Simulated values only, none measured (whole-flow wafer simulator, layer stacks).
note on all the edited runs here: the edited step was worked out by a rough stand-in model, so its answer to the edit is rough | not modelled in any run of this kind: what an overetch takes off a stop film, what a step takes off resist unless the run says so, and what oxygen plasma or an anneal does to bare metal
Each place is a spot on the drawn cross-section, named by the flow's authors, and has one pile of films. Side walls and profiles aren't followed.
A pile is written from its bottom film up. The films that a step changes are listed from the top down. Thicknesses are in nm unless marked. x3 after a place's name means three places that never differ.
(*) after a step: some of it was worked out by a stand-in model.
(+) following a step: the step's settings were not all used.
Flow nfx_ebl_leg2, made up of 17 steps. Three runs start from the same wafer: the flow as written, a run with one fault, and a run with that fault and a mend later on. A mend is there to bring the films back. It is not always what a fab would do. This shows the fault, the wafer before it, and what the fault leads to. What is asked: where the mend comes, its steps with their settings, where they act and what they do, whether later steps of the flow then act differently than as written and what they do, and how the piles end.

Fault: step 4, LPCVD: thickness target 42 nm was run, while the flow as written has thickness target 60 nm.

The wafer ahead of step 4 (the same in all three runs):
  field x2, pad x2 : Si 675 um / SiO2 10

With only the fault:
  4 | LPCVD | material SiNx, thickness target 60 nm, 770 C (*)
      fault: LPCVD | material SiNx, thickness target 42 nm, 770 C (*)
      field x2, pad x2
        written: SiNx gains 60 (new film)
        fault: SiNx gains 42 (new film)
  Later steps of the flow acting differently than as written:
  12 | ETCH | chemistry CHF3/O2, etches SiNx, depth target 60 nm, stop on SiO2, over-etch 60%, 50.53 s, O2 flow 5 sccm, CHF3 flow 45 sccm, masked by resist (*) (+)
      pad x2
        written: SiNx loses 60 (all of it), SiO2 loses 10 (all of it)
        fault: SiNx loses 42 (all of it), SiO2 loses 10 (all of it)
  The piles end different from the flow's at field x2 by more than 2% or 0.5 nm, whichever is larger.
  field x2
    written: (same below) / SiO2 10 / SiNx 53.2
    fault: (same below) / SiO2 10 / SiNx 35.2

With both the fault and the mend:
  The mend follows step 5.
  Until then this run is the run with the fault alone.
  5a | LPCVD | material SiNx, thickness target 18 nm, 770 C (*) (a further turn of the flow's step 4, with different settings)
      field x2, pad x2
        SiNx gains 18
  Every later step of the flow that is run acts as written at every place that is followed.
  The piles end the same as the flow's at every place that both follow.
